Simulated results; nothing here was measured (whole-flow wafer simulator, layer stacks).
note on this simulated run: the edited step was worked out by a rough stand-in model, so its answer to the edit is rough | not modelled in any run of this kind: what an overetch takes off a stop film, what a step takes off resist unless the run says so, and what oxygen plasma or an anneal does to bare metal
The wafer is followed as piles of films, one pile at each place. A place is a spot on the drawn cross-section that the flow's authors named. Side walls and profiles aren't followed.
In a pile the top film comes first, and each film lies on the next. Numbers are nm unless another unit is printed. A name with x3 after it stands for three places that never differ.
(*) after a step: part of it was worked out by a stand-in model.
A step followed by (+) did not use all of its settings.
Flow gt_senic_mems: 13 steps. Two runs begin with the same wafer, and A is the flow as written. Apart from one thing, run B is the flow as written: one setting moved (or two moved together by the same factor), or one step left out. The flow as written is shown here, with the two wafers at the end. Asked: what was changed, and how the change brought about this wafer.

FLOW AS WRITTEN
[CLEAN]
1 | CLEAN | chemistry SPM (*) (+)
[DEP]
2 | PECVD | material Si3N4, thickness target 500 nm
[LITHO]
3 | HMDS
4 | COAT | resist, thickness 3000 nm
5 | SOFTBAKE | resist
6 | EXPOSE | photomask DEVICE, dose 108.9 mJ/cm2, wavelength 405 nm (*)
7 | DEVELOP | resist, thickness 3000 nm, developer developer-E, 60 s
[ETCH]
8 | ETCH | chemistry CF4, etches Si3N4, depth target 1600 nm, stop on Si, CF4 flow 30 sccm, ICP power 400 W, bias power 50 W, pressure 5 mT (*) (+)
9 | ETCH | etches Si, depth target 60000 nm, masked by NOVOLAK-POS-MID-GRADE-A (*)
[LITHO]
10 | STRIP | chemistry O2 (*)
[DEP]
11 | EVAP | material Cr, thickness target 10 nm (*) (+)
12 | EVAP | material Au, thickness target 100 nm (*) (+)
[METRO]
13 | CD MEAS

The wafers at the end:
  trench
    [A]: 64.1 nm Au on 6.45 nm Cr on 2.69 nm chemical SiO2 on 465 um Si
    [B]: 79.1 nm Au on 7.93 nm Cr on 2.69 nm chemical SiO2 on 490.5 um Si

What caused this: step 9, ETCH: depth target 34500 nm was run, while the flow as written has depth target 60000 nm.

How this came from the change, step by step:
  9 | ETCH | etches Si, depth target 60000 nm, masked by NOVOLAK-POS-MID-GRADE-A (*)
      field: A resist loses 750 | B resist loses 431.2
      trench: A Si loses 60 um | B Si loses 34.5 um
  10 | STRIP | chemistry O2 (*)
      field: A resist loses 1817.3 (all of it) | B resist loses 2136.1 (all of it)
  11 | EVAP | material Cr, thickness target 10 nm (*) (+)
      trench: A Cr gains 6.45 (new film) | B Cr gains 7.93 (new film)
  12 | EVAP | material Au, thickness target 100 nm (*) (+)
      trench: A Au gains 64.1 (new film) | B Au gains 79.1 (new film)
